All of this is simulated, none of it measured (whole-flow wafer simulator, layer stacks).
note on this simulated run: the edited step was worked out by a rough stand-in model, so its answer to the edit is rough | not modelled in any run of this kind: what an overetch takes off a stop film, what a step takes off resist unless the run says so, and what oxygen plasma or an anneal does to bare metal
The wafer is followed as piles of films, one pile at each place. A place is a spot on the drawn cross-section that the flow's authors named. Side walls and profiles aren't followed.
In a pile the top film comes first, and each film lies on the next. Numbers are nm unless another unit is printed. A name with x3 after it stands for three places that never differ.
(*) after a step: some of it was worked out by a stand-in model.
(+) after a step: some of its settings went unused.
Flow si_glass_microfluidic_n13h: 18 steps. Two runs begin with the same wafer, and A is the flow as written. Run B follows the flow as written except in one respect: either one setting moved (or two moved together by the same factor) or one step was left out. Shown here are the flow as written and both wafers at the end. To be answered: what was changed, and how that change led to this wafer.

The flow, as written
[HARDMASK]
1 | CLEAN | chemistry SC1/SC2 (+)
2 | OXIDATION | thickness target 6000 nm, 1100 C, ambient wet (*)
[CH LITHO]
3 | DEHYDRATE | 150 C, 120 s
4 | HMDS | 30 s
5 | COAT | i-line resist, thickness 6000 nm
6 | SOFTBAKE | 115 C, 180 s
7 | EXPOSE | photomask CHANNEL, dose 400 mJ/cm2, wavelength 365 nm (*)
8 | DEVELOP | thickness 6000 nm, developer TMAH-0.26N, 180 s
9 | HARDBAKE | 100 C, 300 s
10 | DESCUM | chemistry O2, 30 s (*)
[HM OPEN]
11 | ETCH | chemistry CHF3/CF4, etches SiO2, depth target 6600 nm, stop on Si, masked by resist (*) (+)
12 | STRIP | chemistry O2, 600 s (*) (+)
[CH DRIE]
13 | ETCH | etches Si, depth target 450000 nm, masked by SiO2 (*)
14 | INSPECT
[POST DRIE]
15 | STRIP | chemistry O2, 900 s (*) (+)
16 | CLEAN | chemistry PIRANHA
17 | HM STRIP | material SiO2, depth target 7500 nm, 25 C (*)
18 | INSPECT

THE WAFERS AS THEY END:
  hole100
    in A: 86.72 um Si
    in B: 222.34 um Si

What caused this: step 13, ETCH: depth target 315000 nm was run, though the flow has depth target 450000 nm.

How this came from the change, step by step:
  13 | ETCH | etches Si, depth target 450000 nm, masked by SiO2 (*)
      land: A SiO2 loses 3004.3 | B SiO2 loses 2100.1
      hole100: A chemical SiO2 loses 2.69 (all of it), Si loses 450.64 um | B chemical SiO2 loses 2.69 (all of it), Si loses 315.02 um
  17 | HM STRIP | material SiO2, depth target 7500 nm, 25 C (*)
      land: A SiO2 loses 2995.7 (all of it) | B SiO2 loses 3899.9 (all of it)
